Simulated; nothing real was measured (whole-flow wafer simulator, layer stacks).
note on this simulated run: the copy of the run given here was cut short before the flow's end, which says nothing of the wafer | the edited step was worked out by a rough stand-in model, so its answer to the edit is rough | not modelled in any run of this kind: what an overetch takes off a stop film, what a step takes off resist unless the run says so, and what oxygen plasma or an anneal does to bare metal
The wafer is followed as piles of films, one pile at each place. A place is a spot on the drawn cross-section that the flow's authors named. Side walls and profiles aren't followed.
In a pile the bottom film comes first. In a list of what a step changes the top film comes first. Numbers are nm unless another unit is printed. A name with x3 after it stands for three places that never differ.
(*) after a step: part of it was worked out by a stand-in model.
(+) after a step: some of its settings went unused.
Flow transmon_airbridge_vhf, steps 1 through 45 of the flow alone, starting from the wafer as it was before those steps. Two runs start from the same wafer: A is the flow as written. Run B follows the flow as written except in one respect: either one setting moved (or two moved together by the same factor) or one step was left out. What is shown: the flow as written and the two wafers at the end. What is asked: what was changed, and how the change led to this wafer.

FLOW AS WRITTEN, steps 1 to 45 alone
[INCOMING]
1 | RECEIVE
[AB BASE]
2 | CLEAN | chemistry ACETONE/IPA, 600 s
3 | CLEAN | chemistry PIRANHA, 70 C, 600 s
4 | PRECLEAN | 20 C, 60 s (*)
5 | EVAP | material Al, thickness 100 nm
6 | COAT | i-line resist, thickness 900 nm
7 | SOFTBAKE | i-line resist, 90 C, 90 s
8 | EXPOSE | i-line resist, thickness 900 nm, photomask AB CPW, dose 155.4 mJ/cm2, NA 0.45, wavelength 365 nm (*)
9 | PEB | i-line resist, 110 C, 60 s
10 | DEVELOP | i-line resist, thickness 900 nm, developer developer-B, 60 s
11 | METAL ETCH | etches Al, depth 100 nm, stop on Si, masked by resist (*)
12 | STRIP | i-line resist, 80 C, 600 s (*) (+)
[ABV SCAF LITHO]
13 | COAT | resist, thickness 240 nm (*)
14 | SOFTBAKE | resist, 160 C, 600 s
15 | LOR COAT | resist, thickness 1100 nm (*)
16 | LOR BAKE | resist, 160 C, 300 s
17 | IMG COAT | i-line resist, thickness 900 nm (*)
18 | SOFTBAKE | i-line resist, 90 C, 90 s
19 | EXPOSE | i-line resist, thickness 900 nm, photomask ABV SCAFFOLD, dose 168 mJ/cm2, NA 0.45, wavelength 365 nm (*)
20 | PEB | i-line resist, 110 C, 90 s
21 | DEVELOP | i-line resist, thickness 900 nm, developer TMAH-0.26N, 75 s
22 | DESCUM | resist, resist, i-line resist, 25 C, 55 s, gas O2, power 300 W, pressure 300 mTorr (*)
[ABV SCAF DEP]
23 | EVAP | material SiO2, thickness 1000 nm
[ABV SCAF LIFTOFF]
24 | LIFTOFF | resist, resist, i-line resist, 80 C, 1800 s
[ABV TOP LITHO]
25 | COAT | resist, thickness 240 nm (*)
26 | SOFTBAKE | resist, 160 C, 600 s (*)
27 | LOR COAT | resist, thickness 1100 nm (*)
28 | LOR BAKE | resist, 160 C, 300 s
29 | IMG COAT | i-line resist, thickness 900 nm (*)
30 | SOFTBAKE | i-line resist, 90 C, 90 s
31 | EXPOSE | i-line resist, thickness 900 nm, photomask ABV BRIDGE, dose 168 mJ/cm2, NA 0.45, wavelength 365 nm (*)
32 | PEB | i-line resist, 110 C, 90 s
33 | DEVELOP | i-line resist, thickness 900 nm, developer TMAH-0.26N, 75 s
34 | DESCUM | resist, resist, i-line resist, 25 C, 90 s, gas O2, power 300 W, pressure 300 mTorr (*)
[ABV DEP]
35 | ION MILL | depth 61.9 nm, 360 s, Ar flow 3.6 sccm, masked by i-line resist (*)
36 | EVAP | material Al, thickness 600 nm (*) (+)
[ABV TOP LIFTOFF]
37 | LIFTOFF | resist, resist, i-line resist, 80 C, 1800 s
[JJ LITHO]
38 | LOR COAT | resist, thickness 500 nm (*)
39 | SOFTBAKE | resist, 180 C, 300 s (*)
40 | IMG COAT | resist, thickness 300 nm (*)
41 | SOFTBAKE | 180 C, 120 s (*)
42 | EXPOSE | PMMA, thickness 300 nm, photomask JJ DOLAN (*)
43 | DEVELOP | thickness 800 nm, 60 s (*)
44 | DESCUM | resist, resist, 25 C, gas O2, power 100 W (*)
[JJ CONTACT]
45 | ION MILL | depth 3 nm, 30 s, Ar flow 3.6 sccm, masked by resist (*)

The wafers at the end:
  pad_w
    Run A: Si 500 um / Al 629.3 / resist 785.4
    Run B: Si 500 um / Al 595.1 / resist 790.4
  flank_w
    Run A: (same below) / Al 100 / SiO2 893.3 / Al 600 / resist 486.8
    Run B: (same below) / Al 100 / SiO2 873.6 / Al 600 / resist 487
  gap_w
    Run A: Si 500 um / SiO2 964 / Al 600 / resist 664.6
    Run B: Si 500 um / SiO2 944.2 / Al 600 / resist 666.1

What caused this: step 35, ION MILL: depth 95.9 nm was run, while the flow as written has depth 61.9 nm; step 35, ION MILL: 558 s was run, where the flow has 360 s.

The path from the change to this, step by step:
  35 | ION MILL | depth 61.9 nm, 360 s, Ar flow 3.6 sccm, masked by i-line resist (*)
      field x3, jj_line, ground_far, trace_open_s x2, margin_s, margin_n: A -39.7 i-line resist | B -61.6 i-line resist
      flank_w, gap_w, cpw_trace, gap_e, flank_e, bridge_strip: A -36 SiO2 | B -55.8 SiO2
      (also at 2 further places)
  37 | LIFTOFF | resist, resist, i-line resist, 80 C, 1800 s
      field x3, jj_line, trace_open_s x2: A -600 Al (all of it), -600 i-line resist (all of it), -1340 resist (all of it) | B -600 Al (all of it), -578.1 i-line resist (all of it), -1340 resist (all of it)
      margin_s, margin_n: A -600 Al (all of it), -318.3 i-line resist (all of it), -992 resist (all of it) | B -600 Al (all of it), -296.4 i-line resist (all of it), -992 resist (all of it)
      (also at 1 further place)
